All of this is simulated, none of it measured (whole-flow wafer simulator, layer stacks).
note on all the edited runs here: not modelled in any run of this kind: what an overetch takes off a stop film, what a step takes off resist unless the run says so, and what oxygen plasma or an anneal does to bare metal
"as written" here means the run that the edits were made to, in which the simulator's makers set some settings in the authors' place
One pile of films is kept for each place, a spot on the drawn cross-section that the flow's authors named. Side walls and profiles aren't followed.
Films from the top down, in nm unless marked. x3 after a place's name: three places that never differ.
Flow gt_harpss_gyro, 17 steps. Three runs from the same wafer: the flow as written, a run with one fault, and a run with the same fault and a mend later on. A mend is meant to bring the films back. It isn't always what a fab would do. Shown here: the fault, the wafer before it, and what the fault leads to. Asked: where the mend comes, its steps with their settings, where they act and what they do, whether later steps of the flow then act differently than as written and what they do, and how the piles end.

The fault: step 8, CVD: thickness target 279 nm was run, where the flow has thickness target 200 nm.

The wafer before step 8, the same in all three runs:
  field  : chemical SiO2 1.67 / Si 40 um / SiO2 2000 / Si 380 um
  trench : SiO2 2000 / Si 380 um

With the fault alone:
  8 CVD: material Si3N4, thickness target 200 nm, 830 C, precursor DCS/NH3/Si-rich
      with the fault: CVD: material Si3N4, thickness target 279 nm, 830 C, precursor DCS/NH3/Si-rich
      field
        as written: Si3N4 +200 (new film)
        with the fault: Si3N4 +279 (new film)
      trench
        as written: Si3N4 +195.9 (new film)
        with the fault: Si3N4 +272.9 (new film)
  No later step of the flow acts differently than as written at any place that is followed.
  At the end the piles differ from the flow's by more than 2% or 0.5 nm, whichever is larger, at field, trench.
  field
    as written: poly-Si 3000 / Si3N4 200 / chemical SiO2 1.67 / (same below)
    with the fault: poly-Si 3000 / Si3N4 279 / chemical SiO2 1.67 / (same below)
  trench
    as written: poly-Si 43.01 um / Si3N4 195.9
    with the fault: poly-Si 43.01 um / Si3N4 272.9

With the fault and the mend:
  The mend comes after step 8.
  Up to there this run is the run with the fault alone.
  8a ETCH: chemistry h3po4, depth target 320.6 nm
      field
        Si3N4 -279 (all of it)
      trench
        Si3N4 -272.9 (all of it)
  8b CLEAN: chemistry SPM (the flow's step 1 once more)
      changes no film at any place that is followed
  8c CVD: material Si3N4, thickness target 200 nm, 830 C, precursor DCS/NH3/Si-rich (the flow's step 8 once more)
      field
        Si3N4 +200 (new film)
      trench
        Si3N4 +195.9 (new film)
  No later step of the flow acts differently than as written at any place that is followed.
  At the end the piles are the same as the flow's at every place that both follow.
